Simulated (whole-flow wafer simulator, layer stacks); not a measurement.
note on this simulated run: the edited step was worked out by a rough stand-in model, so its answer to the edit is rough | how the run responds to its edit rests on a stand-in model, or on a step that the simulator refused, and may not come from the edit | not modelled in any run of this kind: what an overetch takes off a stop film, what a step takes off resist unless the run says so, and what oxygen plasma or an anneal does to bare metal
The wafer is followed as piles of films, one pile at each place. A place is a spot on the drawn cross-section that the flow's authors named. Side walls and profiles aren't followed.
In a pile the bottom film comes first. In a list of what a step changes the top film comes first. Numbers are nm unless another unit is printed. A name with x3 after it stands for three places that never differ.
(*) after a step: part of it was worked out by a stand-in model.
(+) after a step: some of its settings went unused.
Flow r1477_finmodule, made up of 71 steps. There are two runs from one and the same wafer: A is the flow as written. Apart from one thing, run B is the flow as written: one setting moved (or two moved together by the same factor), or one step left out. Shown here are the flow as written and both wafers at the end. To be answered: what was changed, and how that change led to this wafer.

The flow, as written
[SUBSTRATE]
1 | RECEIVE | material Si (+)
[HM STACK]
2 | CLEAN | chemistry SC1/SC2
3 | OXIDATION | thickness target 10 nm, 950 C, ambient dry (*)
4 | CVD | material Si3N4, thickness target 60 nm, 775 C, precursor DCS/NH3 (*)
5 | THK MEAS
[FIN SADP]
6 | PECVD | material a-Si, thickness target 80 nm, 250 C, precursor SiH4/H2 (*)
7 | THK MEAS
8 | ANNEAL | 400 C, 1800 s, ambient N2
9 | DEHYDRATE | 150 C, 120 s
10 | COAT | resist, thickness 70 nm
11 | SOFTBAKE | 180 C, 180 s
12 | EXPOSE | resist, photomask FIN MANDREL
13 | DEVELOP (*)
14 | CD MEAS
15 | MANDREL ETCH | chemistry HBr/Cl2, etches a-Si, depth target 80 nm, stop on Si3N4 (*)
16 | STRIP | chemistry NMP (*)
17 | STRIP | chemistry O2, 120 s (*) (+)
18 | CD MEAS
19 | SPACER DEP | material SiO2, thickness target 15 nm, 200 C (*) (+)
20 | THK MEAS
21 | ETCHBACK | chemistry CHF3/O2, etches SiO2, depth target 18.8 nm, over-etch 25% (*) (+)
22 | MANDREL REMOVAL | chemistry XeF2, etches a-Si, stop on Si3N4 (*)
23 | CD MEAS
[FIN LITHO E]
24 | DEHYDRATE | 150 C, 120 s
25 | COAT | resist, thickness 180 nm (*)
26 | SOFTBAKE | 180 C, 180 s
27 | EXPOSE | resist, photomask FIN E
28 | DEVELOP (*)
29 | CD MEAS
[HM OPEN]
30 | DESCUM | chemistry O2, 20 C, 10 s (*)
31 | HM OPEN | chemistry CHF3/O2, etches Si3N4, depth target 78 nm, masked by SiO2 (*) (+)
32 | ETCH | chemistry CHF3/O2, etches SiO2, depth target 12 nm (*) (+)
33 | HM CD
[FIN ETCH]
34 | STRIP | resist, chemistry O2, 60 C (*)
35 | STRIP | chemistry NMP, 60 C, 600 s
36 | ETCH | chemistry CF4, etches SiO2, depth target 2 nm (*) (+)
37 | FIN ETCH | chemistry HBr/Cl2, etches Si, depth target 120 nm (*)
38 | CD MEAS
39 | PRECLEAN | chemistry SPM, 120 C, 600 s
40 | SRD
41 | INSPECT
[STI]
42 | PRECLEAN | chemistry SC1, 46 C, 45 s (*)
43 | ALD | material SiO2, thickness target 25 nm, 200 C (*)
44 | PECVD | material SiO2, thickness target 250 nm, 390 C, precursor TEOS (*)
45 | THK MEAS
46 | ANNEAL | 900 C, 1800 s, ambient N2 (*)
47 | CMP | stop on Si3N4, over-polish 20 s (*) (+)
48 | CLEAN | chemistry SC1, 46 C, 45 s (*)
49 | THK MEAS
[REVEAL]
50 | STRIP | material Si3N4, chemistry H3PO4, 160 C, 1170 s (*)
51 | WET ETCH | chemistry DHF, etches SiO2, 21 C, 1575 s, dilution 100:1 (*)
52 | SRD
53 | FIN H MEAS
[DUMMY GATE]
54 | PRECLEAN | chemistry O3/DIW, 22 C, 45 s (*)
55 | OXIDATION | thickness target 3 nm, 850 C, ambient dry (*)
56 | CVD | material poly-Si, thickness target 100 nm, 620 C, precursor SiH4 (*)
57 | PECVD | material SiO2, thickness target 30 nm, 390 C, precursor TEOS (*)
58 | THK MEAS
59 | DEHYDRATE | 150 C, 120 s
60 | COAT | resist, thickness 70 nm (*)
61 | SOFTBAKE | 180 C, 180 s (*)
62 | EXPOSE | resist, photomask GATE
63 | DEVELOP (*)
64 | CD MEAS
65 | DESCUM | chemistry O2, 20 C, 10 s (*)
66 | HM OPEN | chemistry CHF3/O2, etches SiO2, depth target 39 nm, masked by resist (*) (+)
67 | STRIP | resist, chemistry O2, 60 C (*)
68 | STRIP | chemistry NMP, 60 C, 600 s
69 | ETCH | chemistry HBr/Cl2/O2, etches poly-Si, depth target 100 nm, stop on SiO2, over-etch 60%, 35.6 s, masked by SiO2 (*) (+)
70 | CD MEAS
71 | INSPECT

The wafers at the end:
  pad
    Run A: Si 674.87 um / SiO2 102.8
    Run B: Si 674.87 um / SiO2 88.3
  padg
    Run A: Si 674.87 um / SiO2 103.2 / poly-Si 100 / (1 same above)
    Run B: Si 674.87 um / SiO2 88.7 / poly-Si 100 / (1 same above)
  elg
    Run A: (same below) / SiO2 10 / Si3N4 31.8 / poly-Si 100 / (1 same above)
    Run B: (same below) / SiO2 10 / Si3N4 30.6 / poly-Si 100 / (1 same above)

The reason: step 6, PECVD: thickness target 58 nm was run, while the flow as written has thickness target 80 nm.

How this came from the change, step by step:
  6 | PECVD | material a-Si, thickness target 80 nm, 250 C, precursor SiH4/H2 (*)
      pad, padg, elg and 33 more: A +80 a-Si (new film) | B +58 a-Si (new film)
  15 | MANDREL ETCH | chemistry HBr/Cl2, etches a-Si, depth target 80 nm, stop on Si3N4 (*)
      pad, padg, elg and 27 more: A -80 a-Si (all of it) | B -58 a-Si (all of it)
  21 | ETCHBACK | chemistry CHF3/O2, etches SiO2, depth target 18.8 nm, over-etch 25% (*) (+)
      s40sg_line, s45sg_line, s50sg_line, s40so_line, s45so_line, s50so_line: A +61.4 SiO2 | B +39.4 SiO2
  22 | MANDREL REMOVAL | chemistry XeF2, etches a-Si, stop on Si3N4 (*)
      s40cg, s45cg, s50cg, s40co, s45co, s50co: A -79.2 a-Si (all of it) | B -57.2 a-Si (all of it)
  25 | COAT | resist, thickness 180 nm (*)
      s40cg, s40co: A +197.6 resist (new film) | B +192.1 resist (new film)
      s40sg, s40so: A +201.2 resist (new film) | B +195.7 resist (new film)
      (as well as at 14 more places)
  28 | DEVELOP (*)
      s40cg, s40co: A -197.6 resist (all of it) | B -192.1 resist (all of it)
      s40sg, s40so: A -201.2 resist (all of it) | B -195.7 resist (all of it)
      (as well as at 14 more places)
  37 | FIN ETCH | chemistry HBr/Cl2, etches Si, depth target 120 nm (*)
      s40sg_line, s45sg_line, s50sg_line, s40so_line, s45so_line, s50so_line: A -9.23 SiO2 | B -1.4 SiO2 (all of it), -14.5 Si3N4
  43 | ALD | material SiO2, thickness target 25 nm, 200 C (*)
      s40sg_line, s45sg_line, s50sg_line, s40so_line, s45so_line, s50so_line: A +25 SiO2 | B +25 SiO2 (new film)
      s40cg, s45cg, s50cg, s40co, s45co, s50co: A +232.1 SiO2 (new film) | B +203.4 SiO2 (new film)
  47 | CMP | stop on Si3N4, over-polish 20 s (*) (+)
      pad, padg, e40sg and 11 more: A -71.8 SiO2 | B -86.3 SiO2
      elg, e40lg, e100lg, e200lg, elo, e40lo, e100lo, e200lo: A -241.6 SiO2 | B -256.1 SiO2
      (as well as at 14 more places)
  50 | STRIP | material Si3N4, chemistry H3PO4, 160 C, 1170 s (*)
      s40sg_line, s45sg_line, s50sg_line, s40so_line, s45so_line, s50so_line: A -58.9 Si3N4 (all of it), -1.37 SiO2 | B -44.3 Si3N4 (all of it), -1.82 SiO2
  51 | WET ETCH | chemistry DHF, etches SiO2, 21 C, 1575 s, dilution 100:1 (*)
      elg, e40lg, e100lg, e200lg, elo, e40lo, e100lo, e200lo: A -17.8 SiO2 (all of it), -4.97 Si3N4 | B -3.31 SiO2 (all of it), -6.15 Si3N4
  56 | CVD | material poly-Si, thickness target 100 nm, 620 C, precursor SiH4 (*)
      s40cg, s40co: A +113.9 poly-Si (new film) | B +130.5 poly-Si (new film)
      s45cg, s45co: A +113.4 poly-Si (new film) | B +130.5 poly-Si (new film)
      (as well as at 3 more places)
  60 | COAT | resist, thickness 70 nm (*)
      e40sg, e40so: A +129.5 resist (new film) | B +142.2 resist (new film)
      e100sg, e100so: A +129.4 resist (new film) | B +142.1 resist (new film)
      (as well as at 15 more places)
  63 | DEVELOP (*)
      eso: A -129.5 resist (all of it) | B -142.1 resist (all of it)
      e40so: A -129.5 resist (all of it) | B -142.2 resist (all of it)
      (as well as at 8 more places)
  67 | STRIP | resist, chemistry O2, 60 C (*)
      e40lg, e100lg, e200lg: A -12.8 resist (all of it) | B -12.1 resist (all of it)
      e40sg: A -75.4 resist (all of it) | B -88 resist (all of it)
      (as well as at 8 more places)
  69 | ETCH | chemistry HBr/Cl2/O2, etches poly-Si, depth target 100 nm, stop on SiO2, over-etch 60%, 35.6 s, masked by SiO2 (*) (+)
      s40co: A -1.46 chemical SiO2 (all of it), -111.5 poly-Si (all of it), -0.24 SiO2 | B -1.51 chemical SiO2 (all of it), -128 poly-Si (all of it), -0.16 SiO2
      s45co: A -1.46 chemical SiO2 (all of it), -110.9 poly-Si (all of it), -0.25 SiO2 | B -1.51 chemical SiO2 (all of it), -128 poly-Si (all of it), -0.16 SiO2
      (as well as at 1 more place)
